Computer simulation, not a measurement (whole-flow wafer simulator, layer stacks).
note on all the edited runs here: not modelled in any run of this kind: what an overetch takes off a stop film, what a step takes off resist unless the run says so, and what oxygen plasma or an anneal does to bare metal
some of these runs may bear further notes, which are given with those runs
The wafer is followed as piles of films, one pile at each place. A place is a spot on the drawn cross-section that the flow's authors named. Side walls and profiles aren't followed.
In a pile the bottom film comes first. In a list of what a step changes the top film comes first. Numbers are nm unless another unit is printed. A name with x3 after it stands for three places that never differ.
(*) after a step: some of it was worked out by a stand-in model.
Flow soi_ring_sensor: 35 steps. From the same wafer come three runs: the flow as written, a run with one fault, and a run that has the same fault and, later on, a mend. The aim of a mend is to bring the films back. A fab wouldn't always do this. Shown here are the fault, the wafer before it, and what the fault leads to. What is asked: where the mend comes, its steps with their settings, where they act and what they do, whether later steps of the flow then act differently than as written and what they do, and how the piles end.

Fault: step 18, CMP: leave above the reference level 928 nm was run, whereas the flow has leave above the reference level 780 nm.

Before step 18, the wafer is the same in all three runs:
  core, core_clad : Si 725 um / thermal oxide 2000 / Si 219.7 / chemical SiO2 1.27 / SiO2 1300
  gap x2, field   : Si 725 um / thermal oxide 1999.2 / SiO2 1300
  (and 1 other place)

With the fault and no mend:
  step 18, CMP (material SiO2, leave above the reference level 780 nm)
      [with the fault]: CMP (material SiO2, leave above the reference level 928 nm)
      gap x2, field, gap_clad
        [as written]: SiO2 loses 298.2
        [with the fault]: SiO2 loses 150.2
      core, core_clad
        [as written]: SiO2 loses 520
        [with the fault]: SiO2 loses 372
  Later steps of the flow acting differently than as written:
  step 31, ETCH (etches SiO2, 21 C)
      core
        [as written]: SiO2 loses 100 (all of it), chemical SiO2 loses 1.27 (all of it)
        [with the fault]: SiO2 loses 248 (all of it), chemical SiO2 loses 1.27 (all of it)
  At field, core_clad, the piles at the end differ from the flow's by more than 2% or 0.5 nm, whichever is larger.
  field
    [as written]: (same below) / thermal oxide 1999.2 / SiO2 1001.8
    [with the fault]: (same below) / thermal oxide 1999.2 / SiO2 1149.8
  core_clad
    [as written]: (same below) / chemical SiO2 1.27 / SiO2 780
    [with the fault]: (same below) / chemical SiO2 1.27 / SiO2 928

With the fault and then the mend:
  The mend stands after step 27.
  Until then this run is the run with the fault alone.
  step 27a, STRIP (i-line resist, 250 C, gas O2, power 300 W) (*)
      field, core_clad, gap_clad
        i-line resist loses 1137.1 (all of it)
  step 27b, CMP (material SiO2, leave above the reference level 780 nm) (the flow's step 18 again)
      core, gap x2, field, core_clad, gap_clad
        SiO2 loses 148
  step 27c, HMDS (120 C, 60 s) (the flow's step 21 again)
      does not change any film at any place that is followed
  step 27d, COAT (i-line resist, thickness 1200 nm) (the flow's step 22 again)
      core, gap x2, field, core_clad, gap_clad
        i-line resist gains 1200 (new film)
  step 27e, SOFTBAKE (i-line resist) (the flow's step 23 again)
      does not change any film at any place that is followed
  step 27f, EXPOSE (photomask WINDOW, dose 101 mJ/cm2, NA 0.5, wavelength 365 nm) (*) (the flow's step 24 again)
      does not change any film at any place that is followed
  step 27g, PEB (i-line resist) (the flow's step 25 again)
      core, gap x2, field, core_clad, gap_clad
        i-line resist loses 62.8
  step 27h, DEVELOP (i-line resist, thickness 1200 nm, 90 s) (the flow's step 26 again)
      core, gap x2
        i-line resist loses 1137.2 (all of it)
      field, core_clad, gap_clad
        i-line resist loses 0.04
  None of the later steps of the flow acts differently than as written at any place that is followed.
  At every place that both follow, the piles at the end match the flow's.
